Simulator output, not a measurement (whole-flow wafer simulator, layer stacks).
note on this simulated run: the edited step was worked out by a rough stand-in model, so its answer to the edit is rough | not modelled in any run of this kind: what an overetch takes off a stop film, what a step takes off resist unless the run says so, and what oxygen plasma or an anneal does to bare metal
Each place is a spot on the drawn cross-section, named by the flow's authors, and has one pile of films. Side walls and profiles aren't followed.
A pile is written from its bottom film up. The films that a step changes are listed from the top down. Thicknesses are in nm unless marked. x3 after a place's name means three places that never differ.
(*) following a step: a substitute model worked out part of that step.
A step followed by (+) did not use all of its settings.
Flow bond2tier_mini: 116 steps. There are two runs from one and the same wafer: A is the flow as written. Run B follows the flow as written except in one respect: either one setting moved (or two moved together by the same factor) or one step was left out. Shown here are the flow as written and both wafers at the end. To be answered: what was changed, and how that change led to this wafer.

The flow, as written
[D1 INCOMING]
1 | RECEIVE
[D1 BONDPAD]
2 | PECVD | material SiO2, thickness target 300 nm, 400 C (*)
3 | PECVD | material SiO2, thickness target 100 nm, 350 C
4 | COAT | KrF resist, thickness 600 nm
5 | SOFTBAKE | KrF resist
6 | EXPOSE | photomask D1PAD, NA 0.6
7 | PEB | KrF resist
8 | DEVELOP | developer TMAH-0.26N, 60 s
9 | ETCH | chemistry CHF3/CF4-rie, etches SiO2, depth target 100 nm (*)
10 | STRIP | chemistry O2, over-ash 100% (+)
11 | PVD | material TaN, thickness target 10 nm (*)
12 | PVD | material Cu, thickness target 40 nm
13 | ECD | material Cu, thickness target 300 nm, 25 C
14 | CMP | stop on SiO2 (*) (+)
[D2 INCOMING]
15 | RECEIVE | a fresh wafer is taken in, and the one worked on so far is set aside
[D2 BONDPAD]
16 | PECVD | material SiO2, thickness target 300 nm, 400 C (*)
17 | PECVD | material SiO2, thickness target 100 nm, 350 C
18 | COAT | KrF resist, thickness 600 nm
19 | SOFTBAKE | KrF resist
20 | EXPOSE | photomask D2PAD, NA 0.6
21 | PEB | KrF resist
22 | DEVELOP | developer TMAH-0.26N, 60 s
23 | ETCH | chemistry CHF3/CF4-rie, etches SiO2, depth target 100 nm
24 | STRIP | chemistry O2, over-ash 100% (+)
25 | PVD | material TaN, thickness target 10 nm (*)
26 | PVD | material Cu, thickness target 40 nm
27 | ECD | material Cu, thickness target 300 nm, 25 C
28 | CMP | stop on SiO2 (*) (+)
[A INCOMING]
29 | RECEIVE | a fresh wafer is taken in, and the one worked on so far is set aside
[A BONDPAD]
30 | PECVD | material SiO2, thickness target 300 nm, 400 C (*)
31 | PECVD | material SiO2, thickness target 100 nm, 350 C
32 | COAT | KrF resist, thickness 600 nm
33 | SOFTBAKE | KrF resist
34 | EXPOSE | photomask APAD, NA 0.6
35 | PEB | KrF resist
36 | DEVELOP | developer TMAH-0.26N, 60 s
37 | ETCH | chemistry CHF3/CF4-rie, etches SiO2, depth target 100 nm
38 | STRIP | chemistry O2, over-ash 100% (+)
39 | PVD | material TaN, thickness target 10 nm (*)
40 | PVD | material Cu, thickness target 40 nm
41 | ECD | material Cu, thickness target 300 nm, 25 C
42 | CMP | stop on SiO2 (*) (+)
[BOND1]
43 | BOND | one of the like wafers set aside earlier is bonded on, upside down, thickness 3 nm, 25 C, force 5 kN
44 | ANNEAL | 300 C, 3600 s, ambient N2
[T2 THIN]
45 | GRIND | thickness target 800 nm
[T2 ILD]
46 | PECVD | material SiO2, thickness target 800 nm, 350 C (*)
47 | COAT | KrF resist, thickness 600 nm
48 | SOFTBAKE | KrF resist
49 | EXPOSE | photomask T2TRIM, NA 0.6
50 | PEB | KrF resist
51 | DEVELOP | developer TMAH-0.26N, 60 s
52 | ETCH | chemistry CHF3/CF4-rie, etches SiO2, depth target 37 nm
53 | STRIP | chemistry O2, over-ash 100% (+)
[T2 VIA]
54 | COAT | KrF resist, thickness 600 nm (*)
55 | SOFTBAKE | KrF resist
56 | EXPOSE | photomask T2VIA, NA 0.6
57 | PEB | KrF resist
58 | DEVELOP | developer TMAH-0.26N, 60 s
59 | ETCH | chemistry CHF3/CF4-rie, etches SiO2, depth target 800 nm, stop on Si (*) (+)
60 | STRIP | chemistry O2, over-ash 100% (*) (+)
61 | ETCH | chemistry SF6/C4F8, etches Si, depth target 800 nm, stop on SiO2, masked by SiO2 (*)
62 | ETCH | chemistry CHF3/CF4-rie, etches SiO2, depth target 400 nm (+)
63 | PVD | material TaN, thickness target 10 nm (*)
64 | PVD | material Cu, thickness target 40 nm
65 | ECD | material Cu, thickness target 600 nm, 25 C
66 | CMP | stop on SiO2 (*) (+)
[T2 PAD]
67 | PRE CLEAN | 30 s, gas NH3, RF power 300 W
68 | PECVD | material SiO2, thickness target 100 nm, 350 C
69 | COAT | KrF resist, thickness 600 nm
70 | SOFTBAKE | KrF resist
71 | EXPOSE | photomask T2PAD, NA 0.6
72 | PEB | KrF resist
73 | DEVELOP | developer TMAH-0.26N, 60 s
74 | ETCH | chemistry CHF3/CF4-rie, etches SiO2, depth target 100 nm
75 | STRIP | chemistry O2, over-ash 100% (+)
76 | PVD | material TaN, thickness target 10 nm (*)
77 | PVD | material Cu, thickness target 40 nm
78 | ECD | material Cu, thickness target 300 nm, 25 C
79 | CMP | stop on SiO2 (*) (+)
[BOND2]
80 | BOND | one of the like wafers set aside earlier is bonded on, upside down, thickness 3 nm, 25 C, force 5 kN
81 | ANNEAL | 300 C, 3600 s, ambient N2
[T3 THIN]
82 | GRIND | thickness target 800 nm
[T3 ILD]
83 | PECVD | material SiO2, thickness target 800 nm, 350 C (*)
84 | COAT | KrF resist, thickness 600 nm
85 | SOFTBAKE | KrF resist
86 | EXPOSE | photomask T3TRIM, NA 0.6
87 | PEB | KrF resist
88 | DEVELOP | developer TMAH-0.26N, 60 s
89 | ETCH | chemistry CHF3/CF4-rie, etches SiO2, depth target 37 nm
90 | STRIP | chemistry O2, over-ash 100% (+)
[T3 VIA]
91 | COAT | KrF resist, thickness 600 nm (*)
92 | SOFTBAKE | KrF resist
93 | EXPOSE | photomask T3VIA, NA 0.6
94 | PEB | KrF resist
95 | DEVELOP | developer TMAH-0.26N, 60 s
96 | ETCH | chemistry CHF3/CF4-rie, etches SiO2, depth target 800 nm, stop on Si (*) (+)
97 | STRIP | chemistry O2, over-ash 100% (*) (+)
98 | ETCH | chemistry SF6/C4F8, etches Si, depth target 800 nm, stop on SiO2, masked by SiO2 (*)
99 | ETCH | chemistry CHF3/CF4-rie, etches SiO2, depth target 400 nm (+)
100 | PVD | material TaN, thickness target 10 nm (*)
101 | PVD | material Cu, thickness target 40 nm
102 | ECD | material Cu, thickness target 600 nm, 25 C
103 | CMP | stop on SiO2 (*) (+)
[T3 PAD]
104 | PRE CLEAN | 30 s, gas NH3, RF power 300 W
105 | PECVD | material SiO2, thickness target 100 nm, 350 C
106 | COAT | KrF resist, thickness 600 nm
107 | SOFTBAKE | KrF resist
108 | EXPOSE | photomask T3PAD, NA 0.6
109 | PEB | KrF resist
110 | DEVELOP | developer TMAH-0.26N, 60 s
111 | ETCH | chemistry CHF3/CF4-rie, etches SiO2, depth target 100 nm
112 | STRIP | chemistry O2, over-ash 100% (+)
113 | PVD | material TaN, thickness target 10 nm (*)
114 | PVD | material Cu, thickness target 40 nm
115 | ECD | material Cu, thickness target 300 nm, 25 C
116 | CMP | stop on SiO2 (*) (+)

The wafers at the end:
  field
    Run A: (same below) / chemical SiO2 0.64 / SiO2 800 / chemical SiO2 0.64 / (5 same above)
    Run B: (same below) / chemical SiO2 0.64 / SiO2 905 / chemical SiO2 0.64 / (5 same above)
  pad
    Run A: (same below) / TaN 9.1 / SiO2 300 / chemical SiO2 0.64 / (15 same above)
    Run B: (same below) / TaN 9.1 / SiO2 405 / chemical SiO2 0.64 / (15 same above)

What caused this: step 2, PECVD: thickness target 405 nm was run, though the flow has thickness target 300 nm.
One can read it off the wafer: pad has SiO2 405, and step 2 as written asks for 300 nm.

Step by step, how the change led to this:
  2 | PECVD | material SiO2, thickness target 300 nm, 400 C (*)
      field, pad, via: A SiO2 gains 300 (new film) | B SiO2 gains 405 (new film)
  43 | BOND | one of the like wafers set aside earlier is bonded on, upside down, thickness 3 nm, 25 C, force 5 kN
      field: A Si gains 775 um (new film), chemical SiO2 gains 0.64 (new film), SiO2 gains 400 | B Si gains 775 um (new film), chemical SiO2 gains 0.64 (new film), SiO2 gains 505
      pad: A Si gains 775 um (new film), chemical SiO2 gains 0.64 (new film), SiO2 gains 300 (new film), TaN gains 9.1 (new film), Cu gains 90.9 | B Si gains 775 um (new film), chemical SiO2 gains 0.64 (new film), SiO2 gains 405 (new film), TaN gains 9.1 (new film), Cu gains 90.9
      (as well as at 1 more place)
